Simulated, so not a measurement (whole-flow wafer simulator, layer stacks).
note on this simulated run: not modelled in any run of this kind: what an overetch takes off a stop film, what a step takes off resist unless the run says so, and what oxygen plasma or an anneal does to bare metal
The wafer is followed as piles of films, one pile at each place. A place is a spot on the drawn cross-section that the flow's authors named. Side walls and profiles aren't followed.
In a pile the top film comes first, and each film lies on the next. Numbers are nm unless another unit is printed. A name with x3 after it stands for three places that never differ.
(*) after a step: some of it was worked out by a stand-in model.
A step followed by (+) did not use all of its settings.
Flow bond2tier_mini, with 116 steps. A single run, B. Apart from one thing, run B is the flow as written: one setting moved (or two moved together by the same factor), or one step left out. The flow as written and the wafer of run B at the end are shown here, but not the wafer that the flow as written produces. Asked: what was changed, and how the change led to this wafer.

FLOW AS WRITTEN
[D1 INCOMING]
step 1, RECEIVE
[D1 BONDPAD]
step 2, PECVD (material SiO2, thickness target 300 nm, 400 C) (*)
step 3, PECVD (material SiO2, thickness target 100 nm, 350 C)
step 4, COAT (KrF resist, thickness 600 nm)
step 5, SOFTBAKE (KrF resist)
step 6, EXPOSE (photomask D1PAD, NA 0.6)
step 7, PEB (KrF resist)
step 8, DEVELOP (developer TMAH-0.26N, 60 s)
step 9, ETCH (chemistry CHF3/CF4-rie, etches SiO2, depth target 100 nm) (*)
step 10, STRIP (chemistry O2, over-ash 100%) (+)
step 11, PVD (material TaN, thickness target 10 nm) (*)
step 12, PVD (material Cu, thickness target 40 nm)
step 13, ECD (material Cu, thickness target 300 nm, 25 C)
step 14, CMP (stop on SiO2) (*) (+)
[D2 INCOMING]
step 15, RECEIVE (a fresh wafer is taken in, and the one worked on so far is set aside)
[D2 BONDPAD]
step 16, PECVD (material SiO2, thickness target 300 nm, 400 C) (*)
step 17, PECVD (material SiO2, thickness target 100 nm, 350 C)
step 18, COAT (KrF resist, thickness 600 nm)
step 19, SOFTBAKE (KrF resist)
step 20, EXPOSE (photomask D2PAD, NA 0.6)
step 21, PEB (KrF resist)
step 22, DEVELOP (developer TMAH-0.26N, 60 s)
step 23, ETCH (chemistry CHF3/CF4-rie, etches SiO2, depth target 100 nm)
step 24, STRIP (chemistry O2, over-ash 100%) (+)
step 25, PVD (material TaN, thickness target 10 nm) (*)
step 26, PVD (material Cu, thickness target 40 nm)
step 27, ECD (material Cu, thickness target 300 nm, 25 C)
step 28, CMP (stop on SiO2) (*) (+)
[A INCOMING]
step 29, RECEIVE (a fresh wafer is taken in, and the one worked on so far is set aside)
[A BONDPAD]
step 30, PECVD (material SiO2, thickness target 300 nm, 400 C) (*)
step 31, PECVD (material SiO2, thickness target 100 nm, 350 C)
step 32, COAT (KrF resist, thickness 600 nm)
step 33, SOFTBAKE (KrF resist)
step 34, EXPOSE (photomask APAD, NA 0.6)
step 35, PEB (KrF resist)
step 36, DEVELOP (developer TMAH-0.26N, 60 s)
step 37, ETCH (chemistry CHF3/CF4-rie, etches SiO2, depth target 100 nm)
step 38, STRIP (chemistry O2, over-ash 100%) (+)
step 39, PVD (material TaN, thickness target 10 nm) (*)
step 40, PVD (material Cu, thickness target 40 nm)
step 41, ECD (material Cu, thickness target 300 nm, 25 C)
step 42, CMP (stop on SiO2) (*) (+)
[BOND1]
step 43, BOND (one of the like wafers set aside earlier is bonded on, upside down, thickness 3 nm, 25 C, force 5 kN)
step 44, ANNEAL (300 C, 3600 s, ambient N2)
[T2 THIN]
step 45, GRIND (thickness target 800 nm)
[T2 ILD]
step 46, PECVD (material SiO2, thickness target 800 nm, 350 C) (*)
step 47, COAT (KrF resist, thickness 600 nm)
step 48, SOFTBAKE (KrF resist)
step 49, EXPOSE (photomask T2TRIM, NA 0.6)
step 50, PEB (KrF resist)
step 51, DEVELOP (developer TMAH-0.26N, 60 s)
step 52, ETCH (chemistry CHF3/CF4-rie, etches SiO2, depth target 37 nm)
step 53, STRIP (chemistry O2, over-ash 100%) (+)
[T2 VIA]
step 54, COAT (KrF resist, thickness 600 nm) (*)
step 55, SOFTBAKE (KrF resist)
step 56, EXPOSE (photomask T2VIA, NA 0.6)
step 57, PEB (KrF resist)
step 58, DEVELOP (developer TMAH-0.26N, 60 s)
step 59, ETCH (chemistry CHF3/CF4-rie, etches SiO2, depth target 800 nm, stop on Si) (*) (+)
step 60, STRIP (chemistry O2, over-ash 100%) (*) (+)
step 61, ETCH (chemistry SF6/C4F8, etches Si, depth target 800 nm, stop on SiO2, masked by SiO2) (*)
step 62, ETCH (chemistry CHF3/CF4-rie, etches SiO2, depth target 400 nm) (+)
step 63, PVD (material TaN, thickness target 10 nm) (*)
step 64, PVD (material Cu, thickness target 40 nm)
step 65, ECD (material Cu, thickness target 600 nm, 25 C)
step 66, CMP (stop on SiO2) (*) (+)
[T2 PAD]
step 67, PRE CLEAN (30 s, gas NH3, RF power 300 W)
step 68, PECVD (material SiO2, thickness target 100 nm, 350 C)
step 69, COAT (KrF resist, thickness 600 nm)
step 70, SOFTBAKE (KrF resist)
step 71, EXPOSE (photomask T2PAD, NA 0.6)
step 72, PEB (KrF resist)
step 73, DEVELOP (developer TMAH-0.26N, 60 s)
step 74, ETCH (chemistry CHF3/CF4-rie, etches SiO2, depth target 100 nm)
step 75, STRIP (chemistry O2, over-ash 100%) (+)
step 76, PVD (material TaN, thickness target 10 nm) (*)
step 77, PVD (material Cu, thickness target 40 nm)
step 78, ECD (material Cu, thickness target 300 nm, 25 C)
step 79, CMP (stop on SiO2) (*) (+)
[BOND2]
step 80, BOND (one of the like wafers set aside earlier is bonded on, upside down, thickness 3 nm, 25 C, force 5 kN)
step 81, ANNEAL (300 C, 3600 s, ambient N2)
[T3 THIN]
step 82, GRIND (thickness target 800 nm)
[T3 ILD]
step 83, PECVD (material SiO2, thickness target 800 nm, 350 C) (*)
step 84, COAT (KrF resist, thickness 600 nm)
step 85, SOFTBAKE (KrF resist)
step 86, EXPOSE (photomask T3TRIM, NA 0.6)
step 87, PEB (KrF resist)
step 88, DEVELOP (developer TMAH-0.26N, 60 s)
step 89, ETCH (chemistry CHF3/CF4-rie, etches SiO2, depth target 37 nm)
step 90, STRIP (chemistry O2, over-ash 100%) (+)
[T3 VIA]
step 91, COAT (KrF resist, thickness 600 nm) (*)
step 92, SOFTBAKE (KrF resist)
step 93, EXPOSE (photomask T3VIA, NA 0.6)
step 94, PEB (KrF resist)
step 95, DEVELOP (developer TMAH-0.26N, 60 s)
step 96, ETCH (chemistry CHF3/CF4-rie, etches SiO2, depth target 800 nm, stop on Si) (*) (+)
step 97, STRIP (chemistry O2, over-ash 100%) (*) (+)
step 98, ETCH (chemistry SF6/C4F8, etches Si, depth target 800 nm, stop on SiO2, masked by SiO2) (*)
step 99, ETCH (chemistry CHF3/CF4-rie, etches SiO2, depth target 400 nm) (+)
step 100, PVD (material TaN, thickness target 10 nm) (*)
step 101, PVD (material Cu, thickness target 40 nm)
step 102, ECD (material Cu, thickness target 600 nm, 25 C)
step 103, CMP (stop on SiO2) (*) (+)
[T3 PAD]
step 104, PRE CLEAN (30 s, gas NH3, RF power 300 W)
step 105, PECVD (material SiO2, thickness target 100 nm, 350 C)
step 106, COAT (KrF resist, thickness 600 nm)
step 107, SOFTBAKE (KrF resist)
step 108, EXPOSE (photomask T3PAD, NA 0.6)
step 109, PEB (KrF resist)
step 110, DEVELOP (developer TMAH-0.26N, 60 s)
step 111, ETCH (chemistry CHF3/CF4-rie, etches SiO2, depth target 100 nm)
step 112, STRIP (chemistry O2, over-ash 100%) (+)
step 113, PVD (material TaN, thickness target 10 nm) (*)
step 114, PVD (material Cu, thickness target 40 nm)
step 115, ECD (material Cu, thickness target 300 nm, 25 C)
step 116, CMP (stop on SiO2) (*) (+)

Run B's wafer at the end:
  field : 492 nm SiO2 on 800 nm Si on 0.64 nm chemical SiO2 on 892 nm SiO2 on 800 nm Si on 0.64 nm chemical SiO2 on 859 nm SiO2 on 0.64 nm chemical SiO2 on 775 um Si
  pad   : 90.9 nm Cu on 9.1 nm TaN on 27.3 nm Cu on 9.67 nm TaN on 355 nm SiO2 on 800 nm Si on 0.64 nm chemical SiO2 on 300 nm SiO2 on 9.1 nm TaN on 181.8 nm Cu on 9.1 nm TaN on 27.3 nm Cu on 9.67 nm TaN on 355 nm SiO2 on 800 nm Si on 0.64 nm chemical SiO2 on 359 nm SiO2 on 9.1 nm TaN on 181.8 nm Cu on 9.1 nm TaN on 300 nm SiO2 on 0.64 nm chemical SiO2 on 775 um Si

What caused this: step 3, PECVD: thickness target 159 nm was run, while the flow as written has thickness target 100 nm.

Step by step, how the change led to this:
  step 3, PECVD (material SiO2, thickness target 100 nm, 350 C)
      field, pad, via: SiO2 gains 159 (it would be, as written: SiO2 gains 100)
  step 43, BOND (one of the like wafers set aside earlier is bonded on, upside down, thickness 3 nm, 25 C, force 5 kN)
      field: Si gains 775 um (new film), chemical SiO2 gains 0.64 (new film), SiO2 gains 459 (it would be, as written: Si gains 775 um (new film), chemical SiO2 gains 0.64 (new film), SiO2 gains 400)
      pad: Si gains 775 um (new film), chemical SiO2 gains 0.64 (new film), SiO2 gains 359 (new film), TaN gains 9.1 (new film), Cu gains 90.9 (it would be, as written: Si gains 775 um (new film), chemical SiO2 gains 0.64 (new film), SiO2 gains 300 (new film), TaN gains 9.1 (new film), Cu gains 90.9)
      (as well as at 1 more place)
